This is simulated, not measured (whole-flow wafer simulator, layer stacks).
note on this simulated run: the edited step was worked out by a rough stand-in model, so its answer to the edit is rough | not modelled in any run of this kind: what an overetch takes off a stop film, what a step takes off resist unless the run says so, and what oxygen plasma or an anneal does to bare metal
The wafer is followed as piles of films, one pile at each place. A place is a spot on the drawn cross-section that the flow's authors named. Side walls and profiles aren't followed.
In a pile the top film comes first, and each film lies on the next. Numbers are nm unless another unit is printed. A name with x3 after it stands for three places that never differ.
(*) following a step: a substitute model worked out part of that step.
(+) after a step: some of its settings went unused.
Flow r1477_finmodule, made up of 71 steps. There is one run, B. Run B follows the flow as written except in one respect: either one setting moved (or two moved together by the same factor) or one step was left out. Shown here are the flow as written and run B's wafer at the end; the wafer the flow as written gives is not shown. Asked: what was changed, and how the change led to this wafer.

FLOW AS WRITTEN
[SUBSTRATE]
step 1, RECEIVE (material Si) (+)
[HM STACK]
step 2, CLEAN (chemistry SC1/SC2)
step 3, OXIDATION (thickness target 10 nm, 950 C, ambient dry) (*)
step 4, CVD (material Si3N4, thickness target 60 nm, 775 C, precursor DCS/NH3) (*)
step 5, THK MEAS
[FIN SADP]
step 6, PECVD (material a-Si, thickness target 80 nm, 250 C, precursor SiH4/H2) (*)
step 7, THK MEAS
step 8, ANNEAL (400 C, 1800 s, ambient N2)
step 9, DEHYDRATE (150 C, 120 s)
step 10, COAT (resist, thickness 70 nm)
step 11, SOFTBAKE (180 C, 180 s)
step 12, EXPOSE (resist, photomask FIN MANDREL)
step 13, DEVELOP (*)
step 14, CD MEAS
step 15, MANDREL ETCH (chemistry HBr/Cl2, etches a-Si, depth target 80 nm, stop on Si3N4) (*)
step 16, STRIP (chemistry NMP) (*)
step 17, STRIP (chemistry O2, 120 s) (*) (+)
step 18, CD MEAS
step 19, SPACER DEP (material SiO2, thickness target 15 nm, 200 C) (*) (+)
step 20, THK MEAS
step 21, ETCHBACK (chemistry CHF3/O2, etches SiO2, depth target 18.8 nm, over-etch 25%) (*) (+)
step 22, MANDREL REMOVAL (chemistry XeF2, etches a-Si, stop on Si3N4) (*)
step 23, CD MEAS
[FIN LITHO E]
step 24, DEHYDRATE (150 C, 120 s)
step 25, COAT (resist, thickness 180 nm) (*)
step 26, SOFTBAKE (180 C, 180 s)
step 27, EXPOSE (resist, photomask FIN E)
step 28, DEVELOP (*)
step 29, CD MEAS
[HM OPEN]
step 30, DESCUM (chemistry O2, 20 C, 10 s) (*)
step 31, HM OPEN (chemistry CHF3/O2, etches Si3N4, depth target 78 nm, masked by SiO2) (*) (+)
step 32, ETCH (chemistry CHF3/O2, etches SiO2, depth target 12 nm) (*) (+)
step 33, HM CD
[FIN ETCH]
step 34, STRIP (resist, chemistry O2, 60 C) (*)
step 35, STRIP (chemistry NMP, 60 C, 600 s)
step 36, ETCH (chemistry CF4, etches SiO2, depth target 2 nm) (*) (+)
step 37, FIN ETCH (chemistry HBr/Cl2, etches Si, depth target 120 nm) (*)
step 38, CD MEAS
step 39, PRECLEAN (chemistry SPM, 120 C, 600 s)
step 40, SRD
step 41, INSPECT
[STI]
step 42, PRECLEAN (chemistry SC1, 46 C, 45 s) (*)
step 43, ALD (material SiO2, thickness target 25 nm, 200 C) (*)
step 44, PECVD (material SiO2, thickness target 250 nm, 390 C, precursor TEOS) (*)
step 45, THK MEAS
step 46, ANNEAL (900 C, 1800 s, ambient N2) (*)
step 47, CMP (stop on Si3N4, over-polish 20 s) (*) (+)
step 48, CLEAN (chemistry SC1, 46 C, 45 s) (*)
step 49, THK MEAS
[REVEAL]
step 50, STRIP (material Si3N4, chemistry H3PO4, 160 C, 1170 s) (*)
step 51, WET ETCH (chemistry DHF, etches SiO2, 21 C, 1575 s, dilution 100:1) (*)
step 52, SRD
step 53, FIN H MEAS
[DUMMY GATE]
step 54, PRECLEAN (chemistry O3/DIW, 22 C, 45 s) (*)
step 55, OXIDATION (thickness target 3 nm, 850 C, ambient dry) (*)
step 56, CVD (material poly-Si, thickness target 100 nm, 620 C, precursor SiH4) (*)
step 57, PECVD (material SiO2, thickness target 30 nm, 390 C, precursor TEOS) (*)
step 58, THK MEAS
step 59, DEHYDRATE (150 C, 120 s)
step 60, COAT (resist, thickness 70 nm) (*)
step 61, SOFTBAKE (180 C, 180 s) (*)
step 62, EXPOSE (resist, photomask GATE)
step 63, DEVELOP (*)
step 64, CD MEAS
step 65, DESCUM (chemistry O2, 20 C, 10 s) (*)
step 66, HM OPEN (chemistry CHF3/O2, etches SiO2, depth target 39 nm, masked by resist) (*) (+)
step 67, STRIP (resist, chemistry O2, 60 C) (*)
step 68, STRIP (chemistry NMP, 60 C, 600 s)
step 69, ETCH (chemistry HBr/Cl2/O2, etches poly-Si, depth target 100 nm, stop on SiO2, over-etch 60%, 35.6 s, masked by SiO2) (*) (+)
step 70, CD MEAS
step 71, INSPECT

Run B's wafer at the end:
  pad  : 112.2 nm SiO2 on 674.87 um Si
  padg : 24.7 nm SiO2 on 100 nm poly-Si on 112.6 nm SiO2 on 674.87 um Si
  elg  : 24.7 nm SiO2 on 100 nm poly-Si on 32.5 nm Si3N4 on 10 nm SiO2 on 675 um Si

What caused this: step 51, WET ETCH: 1402 s was run, while the flow as written has 1575 s.

The path from the change to this, step by step:
  step 51, WET ETCH (chemistry DHF, etches SiO2, 21 C, 1575 s, dilution 100:1) (*)
      pad, padg, e40sg and 12 more: -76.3 SiO2 (it would be, as written: -85.7 SiO2)
      elg, e40lg, e100lg, e200lg, elo, e40lo, e100lo, e200lo: -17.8 SiO2 (all of it), -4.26 Si3N4 (it would be, as written: -17.8 SiO2 (all of it), -4.97 Si3N4)
      (also at 7 further places)
  step 56, CVD (material poly-Si, thickness target 100 nm, 620 C, precursor SiH4) (*)
      s40cg, s40co: +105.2 poly-Si (new film) (it would be, as written: +113.9 poly-Si (new film))
      s45cg, s45co: +104.7 poly-Si (new film) (it would be, as written: +113.4 poly-Si (new film))
      (also at 3 further places)
  step 60, COAT (resist, thickness 70 nm) (*)
      e40sg, eso, e40so: +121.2 resist (new film) (it would be, as written: +129.5 resist (new film))
      e100sg, e100so: +121.2 resist (new film) (it would be, as written: +129.4 resist (new film))
      (also at 8 further places)
  step 63, DEVELOP (*)
      eso, e40so: -121.2 resist (all of it) (it would be, as written: -129.5 resist (all of it))
      e100so: -121.2 resist (all of it) (it would be, as written: -129.4 resist (all of it))
      (also at 4 further places)
  step 67, STRIP (resist, chemistry O2, 60 C) (*)
      e40sg: -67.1 resist (all of it) (it would be, as written: -75.4 resist (all of it))
      e100sg: -67.1 resist (all of it) (it would be, as written: -75.3 resist (all of it))
      (also at 4 further places)
  step 69, ETCH (chemistry HBr/Cl2/O2, etches poly-Si, depth target 100 nm, stop on SiO2, over-etch 60%, 35.6 s, masked by SiO2) (*) (+)
      s40co: -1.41 chemical SiO2 (all of it), -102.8 poly-Si (all of it), -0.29 SiO2 (it would be, as written: -1.46 chemical SiO2 (all of it), -111.5 poly-Si (all of it), -0.24 SiO2)
      s45co: -1.41 chemical SiO2 (all of it), -102.3 poly-Si (all of it), -0.29 SiO2 (it would be, as written: -1.46 chemical SiO2 (all of it), -110.9 poly-Si (all of it), -0.25 SiO2)
      (also at 1 further place)
